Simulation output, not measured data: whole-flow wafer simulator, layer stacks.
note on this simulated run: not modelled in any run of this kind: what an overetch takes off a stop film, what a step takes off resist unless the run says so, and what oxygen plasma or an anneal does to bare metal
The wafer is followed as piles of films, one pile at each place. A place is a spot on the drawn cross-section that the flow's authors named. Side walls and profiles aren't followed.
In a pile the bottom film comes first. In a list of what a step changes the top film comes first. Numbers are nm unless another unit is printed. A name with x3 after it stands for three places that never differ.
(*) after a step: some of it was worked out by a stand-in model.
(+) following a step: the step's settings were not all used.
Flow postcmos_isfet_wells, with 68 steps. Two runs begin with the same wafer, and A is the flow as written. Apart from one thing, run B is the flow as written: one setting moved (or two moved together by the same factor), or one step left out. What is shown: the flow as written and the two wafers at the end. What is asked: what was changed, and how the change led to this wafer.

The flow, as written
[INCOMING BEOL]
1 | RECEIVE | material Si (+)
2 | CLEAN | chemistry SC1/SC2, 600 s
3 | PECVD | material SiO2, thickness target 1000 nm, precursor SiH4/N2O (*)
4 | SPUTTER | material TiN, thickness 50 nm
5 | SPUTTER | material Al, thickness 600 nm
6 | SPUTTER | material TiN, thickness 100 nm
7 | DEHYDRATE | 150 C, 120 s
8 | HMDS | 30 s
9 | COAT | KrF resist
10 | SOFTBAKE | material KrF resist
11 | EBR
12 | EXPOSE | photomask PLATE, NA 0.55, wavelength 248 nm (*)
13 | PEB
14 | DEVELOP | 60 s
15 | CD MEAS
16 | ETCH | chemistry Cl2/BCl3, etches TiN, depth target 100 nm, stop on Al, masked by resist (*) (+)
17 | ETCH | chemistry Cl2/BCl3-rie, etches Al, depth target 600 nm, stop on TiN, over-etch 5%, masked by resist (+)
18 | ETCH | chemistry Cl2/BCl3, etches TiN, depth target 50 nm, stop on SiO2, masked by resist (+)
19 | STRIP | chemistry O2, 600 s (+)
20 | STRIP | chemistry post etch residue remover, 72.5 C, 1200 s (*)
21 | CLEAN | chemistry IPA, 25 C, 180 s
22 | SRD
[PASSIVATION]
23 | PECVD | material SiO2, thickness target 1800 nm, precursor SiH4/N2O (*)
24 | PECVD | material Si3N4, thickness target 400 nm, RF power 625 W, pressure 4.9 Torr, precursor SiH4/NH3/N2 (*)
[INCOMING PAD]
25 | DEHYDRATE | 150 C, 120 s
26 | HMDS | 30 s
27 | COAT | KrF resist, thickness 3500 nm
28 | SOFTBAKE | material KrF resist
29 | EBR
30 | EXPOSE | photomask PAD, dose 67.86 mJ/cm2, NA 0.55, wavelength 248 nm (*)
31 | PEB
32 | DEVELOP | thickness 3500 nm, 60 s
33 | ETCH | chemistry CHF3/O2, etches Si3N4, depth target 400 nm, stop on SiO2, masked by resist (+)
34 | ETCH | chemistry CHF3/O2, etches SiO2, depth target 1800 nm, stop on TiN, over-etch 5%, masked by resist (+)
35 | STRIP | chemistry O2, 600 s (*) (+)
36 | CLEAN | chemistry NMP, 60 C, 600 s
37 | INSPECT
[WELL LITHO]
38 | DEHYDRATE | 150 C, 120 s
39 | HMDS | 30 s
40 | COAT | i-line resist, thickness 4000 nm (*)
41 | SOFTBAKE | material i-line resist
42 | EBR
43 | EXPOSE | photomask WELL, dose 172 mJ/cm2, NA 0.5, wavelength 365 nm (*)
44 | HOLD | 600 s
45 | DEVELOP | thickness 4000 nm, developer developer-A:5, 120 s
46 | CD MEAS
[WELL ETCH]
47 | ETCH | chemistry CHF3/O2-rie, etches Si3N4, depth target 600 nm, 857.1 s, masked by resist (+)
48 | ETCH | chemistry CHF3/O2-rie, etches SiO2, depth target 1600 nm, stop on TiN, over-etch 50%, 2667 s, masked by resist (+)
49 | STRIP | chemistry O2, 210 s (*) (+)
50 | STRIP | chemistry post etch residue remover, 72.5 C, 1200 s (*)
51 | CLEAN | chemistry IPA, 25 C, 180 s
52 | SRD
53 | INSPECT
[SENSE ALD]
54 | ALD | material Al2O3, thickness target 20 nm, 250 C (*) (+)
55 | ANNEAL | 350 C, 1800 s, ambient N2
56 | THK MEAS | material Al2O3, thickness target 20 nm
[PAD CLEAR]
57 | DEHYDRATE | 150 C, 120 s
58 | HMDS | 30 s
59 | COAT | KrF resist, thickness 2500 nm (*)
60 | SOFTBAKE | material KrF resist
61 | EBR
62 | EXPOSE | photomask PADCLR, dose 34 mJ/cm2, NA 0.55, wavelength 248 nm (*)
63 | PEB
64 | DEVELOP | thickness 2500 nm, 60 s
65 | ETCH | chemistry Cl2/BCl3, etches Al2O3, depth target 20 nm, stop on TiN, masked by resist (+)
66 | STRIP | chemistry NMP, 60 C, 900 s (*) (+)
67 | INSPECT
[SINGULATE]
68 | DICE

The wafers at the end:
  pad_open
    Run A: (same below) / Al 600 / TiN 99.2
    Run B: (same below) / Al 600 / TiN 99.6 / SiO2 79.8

Cause: step 33, ETCH: depth target 324 nm was run, though the flow has depth target 400 nm.

The path from the change to this, step by step:
  33 | ETCH | chemistry CHF3/O2, etches Si3N4, depth target 400 nm, stop on SiO2, masked by resist (+)
      pad_open: A -400 Si3N4 (all of it) | B -324 Si3N4
      field, margin, well900, well1300 x3, pad_rim, pad_clr: A -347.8 KrF resist | B -281.7 KrF resist
  34 | ETCH | chemistry CHF3/O2, etches SiO2, depth target 1800 nm, stop on TiN, over-etch 5%, masked by resist (+)
      pad_open: A -1800 SiO2 (all of it) | B -76 Si3N4 (all of it), -1720.2 SiO2
  35 | STRIP | chemistry O2, 600 s (*) (+)
      field, margin, well900, well1300 x3, pad_rim, pad_clr: A -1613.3 KrF resist (all of it) | B -1679.4 KrF resist (all of it)
  41 | SOFTBAKE | material i-line resist
      pad_clr: A -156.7 i-line resist | B -148.7 i-line resist
      pad_open: A +115.3 i-line resist | B +111.8 i-line resist
